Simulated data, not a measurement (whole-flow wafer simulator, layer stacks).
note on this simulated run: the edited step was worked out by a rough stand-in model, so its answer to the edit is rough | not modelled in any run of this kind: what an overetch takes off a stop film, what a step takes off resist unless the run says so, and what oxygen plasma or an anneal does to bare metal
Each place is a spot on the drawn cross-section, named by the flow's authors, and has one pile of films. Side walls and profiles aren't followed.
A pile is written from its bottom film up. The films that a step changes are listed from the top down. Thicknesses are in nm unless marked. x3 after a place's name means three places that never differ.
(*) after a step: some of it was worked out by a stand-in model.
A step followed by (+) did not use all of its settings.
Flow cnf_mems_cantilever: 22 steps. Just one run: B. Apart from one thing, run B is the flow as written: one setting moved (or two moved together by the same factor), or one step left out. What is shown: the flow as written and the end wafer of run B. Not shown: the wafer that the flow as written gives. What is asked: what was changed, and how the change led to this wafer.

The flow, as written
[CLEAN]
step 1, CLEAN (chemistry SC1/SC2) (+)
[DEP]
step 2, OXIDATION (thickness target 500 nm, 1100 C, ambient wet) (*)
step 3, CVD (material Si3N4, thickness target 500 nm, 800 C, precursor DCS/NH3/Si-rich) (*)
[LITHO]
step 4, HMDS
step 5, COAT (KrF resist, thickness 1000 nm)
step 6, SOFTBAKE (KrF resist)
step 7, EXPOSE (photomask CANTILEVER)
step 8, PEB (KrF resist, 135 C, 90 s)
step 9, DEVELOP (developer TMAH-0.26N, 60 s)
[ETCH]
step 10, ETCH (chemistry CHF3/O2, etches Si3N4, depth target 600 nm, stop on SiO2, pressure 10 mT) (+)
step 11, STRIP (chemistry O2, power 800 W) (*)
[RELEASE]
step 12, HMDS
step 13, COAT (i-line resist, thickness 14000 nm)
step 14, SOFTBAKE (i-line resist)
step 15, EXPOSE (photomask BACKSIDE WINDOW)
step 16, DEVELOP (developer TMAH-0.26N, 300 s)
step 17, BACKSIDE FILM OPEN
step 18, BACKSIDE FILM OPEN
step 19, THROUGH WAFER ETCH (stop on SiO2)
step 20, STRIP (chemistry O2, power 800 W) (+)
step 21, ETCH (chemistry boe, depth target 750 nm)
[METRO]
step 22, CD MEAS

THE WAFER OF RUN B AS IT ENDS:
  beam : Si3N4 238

What caused this: step 3, CVD: thickness target 238 nm was run, though the flow has thickness target 500 nm.
The wafer itself shows it: beam has Si3N4 238, and step 3 as written asks for 500 nm.

How this came from the change, step by step:
  step 3, CVD (material Si3N4, thickness target 500 nm, 800 C, precursor DCS/NH3/Si-rich) (*)
      field, beam: +238 Si3N4 (new film) (as written it would have been: +500 Si3N4 (new film))
  step 10, ETCH (chemistry CHF3/O2, etches Si3N4, depth target 600 nm, stop on SiO2, pressure 10 mT) (+)
      field: -238 Si3N4 (all of it) (as written it would have been: -500 Si3N4 (all of it))
      beam: -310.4 KrF resist (as written it would have been: -521.7 KrF resist)
  step 11, STRIP (chemistry O2, power 800 W) (*)
      beam: -631.2 KrF resist (all of it) (as written it would have been: -419.9 KrF resist (all of it))
